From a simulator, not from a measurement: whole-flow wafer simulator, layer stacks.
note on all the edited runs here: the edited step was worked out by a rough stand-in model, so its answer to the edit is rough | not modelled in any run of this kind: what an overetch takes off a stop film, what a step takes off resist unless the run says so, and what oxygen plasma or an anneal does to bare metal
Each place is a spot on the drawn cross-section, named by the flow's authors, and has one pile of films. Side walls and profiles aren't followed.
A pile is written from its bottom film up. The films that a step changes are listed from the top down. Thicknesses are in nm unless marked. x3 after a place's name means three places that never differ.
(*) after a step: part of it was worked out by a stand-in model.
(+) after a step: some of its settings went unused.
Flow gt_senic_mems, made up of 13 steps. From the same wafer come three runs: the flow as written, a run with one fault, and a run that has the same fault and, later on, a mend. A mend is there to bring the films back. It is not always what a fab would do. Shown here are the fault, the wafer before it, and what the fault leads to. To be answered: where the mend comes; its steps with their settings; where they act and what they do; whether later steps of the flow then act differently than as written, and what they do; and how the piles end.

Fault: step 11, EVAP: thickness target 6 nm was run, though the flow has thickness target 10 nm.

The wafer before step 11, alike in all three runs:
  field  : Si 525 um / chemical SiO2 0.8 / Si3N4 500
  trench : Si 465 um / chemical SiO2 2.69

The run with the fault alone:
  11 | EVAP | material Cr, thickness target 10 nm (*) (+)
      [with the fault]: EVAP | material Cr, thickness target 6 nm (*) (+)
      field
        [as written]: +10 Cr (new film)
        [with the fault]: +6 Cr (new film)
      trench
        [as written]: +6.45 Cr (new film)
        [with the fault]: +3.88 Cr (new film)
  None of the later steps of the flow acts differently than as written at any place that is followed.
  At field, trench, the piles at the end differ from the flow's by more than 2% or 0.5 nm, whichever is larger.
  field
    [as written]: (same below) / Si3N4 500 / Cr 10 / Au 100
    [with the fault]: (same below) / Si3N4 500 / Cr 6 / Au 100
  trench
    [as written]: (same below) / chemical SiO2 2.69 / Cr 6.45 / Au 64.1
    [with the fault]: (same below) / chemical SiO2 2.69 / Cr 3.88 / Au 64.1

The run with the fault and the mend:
  The mend follows step 11.
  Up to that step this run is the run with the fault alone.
  11a | EVAP | material Cr, thickness target 4 nm (*) (+) (a further turn of the flow's step 11, with different settings)
      field
        +4 Cr
      trench
        +2.58 Cr
  None of the later steps of the flow acts differently than as written at any place that is followed.
  The piles end only slightly different from the flow's at the places that both follow, by no more than 2% or 0.5 nm, whichever is larger.
